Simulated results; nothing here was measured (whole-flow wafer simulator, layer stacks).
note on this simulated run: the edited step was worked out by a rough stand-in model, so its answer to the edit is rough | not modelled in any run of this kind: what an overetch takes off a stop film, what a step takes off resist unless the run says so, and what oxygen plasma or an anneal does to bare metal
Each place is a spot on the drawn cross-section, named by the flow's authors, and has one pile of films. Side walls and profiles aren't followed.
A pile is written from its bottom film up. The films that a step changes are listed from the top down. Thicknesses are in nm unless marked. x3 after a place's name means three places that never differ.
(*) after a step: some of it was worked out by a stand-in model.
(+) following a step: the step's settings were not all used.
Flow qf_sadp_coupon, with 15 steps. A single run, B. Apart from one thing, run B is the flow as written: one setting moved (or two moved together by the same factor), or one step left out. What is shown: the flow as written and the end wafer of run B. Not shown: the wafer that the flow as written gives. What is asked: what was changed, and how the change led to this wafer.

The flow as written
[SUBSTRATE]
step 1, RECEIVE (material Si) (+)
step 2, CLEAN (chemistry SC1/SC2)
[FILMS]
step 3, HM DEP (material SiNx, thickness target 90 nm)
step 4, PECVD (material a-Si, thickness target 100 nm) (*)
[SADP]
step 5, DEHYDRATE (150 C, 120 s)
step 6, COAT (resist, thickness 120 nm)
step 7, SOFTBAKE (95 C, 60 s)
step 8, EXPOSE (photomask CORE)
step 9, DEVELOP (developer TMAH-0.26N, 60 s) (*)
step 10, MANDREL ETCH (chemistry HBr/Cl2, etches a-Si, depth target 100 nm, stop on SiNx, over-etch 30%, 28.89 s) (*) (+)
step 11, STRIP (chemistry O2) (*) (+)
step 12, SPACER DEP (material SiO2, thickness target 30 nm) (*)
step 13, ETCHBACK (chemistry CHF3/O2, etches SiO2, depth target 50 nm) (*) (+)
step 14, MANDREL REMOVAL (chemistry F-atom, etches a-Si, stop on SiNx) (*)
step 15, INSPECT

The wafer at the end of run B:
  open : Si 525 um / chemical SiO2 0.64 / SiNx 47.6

What caused this: step 13, ETCHBACK: depth target 70 nm was run, though the flow has depth target 50 nm.

The path from the change to this, step by step:
  step 13, ETCHBACK (chemistry CHF3/O2, etches SiO2, depth target 50 nm) (*) (+)
      m: SiO2 loses 30 (all of it), chemical SiO2 loses 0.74 (all of it), a-Si loses 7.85 (in the flow as written it would be: SiO2 loses 30 (all of it), chemical SiO2 loses 0.74 (all of it), a-Si loses 3.85)
      open: SiO2 loses 30 (all of it), SiNx loses 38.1 (in the flow as written it would be: SiO2 loses 30 (all of it), SiNx loses 19)
  step 14, MANDREL REMOVAL (chemistry F-atom, etches a-Si, stop on SiNx) (*)
      m: a-Si loses 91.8 (all of it) (in the flow as written it would be: a-Si loses 95.8 (all of it))
